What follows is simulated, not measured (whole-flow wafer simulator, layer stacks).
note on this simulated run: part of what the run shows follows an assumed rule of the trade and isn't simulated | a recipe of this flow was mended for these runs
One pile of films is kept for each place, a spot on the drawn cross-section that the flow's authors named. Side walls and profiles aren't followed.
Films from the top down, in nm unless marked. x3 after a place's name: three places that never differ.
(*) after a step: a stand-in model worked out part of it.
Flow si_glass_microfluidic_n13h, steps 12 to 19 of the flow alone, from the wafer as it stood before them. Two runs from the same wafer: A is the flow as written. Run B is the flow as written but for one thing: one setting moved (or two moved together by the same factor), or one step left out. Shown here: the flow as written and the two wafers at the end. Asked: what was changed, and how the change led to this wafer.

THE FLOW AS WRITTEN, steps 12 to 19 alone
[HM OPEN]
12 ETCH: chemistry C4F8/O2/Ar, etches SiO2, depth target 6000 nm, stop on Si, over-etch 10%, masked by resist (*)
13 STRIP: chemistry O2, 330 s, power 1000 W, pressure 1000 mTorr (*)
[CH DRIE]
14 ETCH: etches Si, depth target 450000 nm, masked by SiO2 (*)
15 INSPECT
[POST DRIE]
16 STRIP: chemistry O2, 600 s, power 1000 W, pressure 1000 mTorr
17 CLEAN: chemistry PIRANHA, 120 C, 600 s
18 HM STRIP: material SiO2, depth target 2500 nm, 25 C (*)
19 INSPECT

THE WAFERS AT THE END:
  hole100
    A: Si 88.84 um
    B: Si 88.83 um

The cause: step 12, ETCH: over-etch 11.5% was run, where the flow has over-etch 10%.

How the change led to this, step by step:
  12 ETCH: chemistry C4F8/O2/Ar, etches SiO2, depth target 6000 nm, stop on Si, over-etch 10%, masked by resist (*)
      hole100: A SiO2 -6000 (all of it), Si -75 | B SiO2 -6000 (all of it), Si -86.2
